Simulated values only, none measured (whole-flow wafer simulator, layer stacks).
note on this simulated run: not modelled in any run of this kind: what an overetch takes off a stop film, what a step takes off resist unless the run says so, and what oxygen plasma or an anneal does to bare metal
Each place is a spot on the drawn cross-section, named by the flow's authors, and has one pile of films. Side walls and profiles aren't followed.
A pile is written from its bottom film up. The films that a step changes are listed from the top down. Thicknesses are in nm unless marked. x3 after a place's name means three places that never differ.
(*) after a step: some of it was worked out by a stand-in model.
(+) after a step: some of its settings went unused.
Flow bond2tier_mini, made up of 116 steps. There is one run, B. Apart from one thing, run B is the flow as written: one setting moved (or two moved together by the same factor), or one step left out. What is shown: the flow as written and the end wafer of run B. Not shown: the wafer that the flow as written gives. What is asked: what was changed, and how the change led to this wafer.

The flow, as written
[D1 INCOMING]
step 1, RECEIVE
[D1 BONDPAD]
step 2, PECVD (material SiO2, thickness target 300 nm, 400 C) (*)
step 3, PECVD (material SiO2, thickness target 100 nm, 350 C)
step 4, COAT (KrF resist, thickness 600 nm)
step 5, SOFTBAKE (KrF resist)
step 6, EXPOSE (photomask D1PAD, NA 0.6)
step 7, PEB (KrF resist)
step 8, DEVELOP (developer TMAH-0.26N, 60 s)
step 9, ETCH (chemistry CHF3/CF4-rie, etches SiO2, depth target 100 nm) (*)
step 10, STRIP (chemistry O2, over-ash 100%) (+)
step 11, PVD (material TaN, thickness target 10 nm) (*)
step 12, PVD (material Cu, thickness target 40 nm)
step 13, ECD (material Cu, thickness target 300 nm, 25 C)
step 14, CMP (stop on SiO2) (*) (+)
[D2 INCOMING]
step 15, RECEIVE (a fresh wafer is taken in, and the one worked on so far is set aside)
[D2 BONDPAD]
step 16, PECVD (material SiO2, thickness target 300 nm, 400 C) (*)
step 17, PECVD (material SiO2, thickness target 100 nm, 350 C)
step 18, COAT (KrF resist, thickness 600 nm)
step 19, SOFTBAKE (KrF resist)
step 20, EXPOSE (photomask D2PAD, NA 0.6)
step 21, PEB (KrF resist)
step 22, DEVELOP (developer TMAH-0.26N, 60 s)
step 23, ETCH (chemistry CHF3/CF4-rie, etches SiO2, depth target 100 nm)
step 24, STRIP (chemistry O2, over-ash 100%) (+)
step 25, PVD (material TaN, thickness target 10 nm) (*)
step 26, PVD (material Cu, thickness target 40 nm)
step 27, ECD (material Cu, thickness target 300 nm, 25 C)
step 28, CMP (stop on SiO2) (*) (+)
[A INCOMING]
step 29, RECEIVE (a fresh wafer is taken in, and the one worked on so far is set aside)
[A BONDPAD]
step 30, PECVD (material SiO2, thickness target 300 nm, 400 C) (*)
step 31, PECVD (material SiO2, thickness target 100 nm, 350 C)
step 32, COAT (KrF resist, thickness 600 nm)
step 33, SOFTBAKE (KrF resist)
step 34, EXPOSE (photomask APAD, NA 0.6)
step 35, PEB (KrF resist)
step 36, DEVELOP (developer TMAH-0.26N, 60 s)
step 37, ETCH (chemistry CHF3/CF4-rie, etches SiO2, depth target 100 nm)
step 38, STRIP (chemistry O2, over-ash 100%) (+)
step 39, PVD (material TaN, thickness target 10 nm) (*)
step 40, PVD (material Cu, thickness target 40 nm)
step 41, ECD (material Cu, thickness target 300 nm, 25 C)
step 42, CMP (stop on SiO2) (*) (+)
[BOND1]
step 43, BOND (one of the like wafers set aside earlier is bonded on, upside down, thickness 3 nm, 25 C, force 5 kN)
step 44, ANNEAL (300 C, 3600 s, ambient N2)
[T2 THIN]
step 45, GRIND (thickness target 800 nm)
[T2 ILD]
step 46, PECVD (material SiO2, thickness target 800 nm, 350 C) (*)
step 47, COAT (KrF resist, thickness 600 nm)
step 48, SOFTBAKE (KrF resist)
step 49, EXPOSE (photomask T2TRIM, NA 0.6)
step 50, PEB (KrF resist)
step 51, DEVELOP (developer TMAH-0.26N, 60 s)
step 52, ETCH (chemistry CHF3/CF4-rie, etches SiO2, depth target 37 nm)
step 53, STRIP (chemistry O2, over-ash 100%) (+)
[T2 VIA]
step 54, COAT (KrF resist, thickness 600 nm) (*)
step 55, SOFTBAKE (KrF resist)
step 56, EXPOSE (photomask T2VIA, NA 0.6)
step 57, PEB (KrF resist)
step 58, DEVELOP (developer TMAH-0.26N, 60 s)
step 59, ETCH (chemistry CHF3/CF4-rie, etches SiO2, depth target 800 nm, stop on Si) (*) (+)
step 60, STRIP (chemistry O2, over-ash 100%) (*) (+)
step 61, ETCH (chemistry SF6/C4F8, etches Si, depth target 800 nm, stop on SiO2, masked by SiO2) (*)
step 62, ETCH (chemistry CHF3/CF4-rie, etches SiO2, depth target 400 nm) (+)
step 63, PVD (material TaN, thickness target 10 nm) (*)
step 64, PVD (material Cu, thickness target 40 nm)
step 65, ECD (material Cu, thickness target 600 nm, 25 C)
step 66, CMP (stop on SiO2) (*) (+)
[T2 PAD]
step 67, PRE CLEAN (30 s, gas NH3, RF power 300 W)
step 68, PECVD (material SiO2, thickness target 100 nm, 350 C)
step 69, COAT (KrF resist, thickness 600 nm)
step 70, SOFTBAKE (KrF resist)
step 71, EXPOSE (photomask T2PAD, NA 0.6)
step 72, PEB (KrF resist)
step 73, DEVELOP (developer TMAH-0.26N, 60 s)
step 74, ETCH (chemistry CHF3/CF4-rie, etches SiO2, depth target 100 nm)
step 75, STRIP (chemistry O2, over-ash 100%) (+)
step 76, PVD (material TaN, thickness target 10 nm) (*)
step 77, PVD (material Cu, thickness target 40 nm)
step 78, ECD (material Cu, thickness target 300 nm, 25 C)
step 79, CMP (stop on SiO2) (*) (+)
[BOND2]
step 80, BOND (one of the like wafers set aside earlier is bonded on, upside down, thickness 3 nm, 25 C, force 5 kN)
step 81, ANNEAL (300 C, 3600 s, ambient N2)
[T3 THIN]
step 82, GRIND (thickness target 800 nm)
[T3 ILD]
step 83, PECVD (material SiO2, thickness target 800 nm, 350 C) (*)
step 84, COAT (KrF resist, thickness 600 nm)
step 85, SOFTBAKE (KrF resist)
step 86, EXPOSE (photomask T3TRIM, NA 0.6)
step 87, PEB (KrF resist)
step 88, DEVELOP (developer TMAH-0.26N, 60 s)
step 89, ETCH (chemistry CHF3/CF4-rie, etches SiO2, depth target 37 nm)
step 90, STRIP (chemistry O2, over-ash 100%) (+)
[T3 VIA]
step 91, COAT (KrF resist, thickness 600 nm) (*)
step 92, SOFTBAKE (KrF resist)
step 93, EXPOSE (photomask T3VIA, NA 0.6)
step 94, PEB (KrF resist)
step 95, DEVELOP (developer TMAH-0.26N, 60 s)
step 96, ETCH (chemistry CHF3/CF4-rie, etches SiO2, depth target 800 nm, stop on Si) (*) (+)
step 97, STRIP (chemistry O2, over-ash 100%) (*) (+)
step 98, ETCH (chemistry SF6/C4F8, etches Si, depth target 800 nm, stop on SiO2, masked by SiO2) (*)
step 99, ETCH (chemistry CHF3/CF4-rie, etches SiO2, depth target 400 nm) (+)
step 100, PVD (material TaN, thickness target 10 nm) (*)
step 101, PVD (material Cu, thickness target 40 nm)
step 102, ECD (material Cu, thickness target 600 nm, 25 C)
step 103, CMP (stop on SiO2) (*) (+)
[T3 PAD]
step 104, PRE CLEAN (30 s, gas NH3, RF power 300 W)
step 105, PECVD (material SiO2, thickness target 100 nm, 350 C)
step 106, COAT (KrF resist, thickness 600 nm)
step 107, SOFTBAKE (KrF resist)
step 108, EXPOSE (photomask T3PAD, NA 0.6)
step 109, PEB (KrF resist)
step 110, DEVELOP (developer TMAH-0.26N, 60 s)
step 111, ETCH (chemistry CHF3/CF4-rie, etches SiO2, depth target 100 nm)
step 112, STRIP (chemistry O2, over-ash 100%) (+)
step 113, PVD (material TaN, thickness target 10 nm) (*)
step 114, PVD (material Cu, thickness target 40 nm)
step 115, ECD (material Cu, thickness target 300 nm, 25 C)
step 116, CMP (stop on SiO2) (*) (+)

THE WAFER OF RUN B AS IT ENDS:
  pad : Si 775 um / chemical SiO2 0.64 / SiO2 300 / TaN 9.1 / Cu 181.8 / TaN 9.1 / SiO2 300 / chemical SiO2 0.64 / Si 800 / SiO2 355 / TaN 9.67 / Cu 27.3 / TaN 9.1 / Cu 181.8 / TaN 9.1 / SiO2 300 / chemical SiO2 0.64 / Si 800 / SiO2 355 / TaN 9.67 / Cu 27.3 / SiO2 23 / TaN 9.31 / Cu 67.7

The reason: step 111, ETCH: depth target 77 nm was run, though the flow has depth target 100 nm.

The path from the change to this, step by step:
  step 111, ETCH (chemistry CHF3/CF4-rie, etches SiO2, depth target 100 nm)
      pad: -77 SiO2 (it would be, as written: -100 SiO2 (all of it))
      field: -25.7 KrF resist (it would be, as written: -33.3 KrF resist)
  step 114, PVD (material Cu, thickness target 40 nm)
      pad: +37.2 Cu (new film) (it would be, as written: +36.4 Cu (new film))
  step 115, ECD (material Cu, thickness target 300 nm, 25 C)
      pad: +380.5 Cu (it would be, as written: +404.5 Cu)
Taking metal films that touch as one body, pad has 4 bodies (between them, from the top down: SiO2 23; SiO2 355 / Si 800 / chemical SiO2 0.64 / SiO2 300; SiO2 355 / Si 800 / chemical SiO2 0.64 / SiO2 300); the flow as written gives 3 bodies (between them, from the top down: SiO2 355 / Si 800 / chemical SiO2 0.64 / SiO2 300; SiO2 355 / Si 800 / chemical SiO2 0.64 / SiO2 300).
